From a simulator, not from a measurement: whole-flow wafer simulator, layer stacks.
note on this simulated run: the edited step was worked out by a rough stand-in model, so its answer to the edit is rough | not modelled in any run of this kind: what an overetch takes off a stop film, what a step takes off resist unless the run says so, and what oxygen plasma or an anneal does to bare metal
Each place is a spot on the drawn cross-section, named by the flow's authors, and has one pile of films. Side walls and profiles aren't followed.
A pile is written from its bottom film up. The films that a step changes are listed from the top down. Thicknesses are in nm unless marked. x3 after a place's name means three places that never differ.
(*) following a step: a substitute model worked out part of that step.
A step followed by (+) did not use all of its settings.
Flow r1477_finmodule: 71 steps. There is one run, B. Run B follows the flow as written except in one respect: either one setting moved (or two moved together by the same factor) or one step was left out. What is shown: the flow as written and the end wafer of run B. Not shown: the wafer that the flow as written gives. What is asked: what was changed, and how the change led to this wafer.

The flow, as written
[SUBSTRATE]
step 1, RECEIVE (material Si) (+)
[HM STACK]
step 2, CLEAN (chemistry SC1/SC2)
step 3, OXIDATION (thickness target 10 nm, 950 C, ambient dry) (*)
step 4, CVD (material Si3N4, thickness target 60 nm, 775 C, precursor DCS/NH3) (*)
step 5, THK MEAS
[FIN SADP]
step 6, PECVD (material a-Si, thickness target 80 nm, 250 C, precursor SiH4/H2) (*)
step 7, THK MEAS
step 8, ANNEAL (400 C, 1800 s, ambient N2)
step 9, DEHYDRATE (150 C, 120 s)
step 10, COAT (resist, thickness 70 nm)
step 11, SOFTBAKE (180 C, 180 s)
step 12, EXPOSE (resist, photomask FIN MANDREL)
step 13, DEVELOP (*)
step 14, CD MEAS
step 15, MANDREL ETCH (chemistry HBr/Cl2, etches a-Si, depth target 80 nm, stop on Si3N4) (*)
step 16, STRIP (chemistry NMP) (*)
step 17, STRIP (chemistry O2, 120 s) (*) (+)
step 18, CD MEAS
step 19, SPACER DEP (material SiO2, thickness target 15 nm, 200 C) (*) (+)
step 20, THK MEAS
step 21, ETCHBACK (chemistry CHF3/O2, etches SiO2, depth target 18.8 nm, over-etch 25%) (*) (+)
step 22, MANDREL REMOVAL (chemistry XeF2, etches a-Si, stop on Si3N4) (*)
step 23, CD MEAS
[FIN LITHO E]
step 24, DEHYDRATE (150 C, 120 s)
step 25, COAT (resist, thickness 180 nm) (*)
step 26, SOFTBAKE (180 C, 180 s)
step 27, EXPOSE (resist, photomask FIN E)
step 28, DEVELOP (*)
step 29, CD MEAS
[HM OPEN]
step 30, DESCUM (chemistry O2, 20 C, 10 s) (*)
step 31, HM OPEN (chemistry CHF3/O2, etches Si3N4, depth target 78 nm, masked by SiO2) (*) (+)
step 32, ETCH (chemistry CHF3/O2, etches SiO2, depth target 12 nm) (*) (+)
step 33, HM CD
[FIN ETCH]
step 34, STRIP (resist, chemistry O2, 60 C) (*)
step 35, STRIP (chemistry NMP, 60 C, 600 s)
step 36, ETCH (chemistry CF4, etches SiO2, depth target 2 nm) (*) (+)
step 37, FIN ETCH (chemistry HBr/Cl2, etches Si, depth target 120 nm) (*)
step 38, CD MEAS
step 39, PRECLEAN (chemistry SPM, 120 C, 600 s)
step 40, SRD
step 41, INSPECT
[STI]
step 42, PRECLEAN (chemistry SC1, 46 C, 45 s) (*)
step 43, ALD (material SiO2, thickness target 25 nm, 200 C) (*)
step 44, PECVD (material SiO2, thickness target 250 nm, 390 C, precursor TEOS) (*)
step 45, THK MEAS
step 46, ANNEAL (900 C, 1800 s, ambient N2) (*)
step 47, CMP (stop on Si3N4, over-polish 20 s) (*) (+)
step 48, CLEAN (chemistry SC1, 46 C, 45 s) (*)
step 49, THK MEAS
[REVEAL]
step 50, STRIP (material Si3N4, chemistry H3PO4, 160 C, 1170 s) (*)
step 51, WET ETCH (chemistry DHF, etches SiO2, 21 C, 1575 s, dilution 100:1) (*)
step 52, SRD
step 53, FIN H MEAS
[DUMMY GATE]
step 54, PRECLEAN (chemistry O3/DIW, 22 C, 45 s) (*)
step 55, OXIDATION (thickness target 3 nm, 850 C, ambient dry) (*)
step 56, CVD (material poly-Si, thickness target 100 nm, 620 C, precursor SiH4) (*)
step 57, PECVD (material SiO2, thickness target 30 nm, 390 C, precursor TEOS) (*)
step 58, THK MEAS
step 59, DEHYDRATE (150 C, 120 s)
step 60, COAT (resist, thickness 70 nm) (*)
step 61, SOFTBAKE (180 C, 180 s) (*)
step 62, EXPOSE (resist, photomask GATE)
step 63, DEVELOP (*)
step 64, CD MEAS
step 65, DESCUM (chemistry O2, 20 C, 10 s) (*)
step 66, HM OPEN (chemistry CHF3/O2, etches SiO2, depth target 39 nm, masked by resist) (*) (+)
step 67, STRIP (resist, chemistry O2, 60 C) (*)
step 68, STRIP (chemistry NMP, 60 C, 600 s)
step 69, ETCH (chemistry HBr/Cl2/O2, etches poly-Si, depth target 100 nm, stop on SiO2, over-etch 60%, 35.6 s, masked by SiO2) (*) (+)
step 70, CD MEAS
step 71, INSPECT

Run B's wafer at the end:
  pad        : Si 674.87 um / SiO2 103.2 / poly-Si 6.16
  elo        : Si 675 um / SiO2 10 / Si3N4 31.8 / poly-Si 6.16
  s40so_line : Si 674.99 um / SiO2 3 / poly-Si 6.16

Cause: step 56, CVD: thickness target 168.6 nm was run, while the flow as written has thickness target 100 nm.

The path from the change to this, step by step:
  step 56, CVD (material poly-Si, thickness target 100 nm, 620 C, precursor SiH4) (*)
      pad, padg, elg and 26 more: poly-Si gains 168.6 (new film) (in the flow as written it would be: poly-Si gains 100 (new film))
      s40cg, s40co: poly-Si gains 183.4 (new film) (in the flow as written it would be: poly-Si gains 113.9 (new film))
      (as well as at 5 more places)
  step 67, STRIP (resist, chemistry O2, 60 C) (*)
      s40cg: resist loses 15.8 (all of it) (in the flow as written it would be: resist loses 16.5 (all of it))
      s45cg: resist loses 16.1 (all of it) (in the flow as written it would be: resist loses 16.9 (all of it))
      (as well as at 1 more place)
  step 69, ETCH (chemistry HBr/Cl2/O2, etches poly-Si, depth target 100 nm, stop on SiO2, over-etch 60%, 35.6 s, masked by SiO2) (*) (+)
      pad, eso, e40so and 8 more: chemical SiO2 loses 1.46 (all of it), poly-Si loses 160 (in the flow as written it would be: chemical SiO2 loses 1.46 (all of it), poly-Si loses 97.6 (all of it), SiO2 loses 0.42)
      elo, e40lo, e100lo, e200lo: chemical SiO2 loses 1.46 (all of it), poly-Si loses 160 (in the flow as written it would be: chemical SiO2 loses 1.46 (all of it), poly-Si loses 97.6 (all of it), Si3N4 loses 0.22)
      (as well as at 3 more places)
